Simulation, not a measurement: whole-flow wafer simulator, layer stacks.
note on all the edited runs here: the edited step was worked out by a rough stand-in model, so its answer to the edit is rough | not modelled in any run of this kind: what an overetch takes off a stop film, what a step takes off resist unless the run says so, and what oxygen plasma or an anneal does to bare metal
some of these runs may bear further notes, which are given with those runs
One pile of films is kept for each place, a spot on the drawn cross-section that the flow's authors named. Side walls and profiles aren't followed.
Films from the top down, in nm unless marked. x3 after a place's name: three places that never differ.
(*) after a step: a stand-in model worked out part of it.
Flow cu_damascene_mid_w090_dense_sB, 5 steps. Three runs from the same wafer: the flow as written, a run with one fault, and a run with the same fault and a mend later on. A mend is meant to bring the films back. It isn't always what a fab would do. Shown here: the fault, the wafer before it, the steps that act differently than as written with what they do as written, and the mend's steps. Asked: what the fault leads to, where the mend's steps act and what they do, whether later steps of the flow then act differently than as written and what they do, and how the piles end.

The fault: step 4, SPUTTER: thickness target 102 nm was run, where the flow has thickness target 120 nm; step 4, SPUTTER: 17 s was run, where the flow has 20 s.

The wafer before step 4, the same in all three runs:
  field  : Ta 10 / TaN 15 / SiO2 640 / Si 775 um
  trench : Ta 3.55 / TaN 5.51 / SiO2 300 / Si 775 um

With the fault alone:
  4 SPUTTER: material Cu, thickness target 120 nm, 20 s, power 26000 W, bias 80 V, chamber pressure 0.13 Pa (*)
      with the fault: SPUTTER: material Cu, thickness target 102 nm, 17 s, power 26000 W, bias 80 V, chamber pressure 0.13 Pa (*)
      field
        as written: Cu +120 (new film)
        with the fault: Cu +102 (new film)
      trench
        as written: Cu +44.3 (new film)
        with the fault: Cu +37.7 (new film)
  Later steps of the flow that act differently than as written:
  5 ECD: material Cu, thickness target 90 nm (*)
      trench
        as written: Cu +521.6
        with the fault: Cu +510.3
  At the end the piles differ from the flow's by more than 2% or 0.5 nm, whichever is larger, at field, trench.
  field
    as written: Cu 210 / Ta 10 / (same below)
    with the fault: Cu 192 / Ta 10 / (same below)
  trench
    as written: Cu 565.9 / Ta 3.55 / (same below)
    with the fault: Cu 547.9 / Ta 3.55 / (same below)

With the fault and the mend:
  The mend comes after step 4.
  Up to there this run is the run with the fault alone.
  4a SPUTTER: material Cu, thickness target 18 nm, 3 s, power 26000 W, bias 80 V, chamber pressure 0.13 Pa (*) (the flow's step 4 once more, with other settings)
      field
        Cu +18
      trench
        Cu +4
  No later step of the flow acts differently than as written, at any place that is followed, by more than 2% or 0.5 nm, whichever is larger.
  At the end the piles are the same as the flow's at every place that both follow.
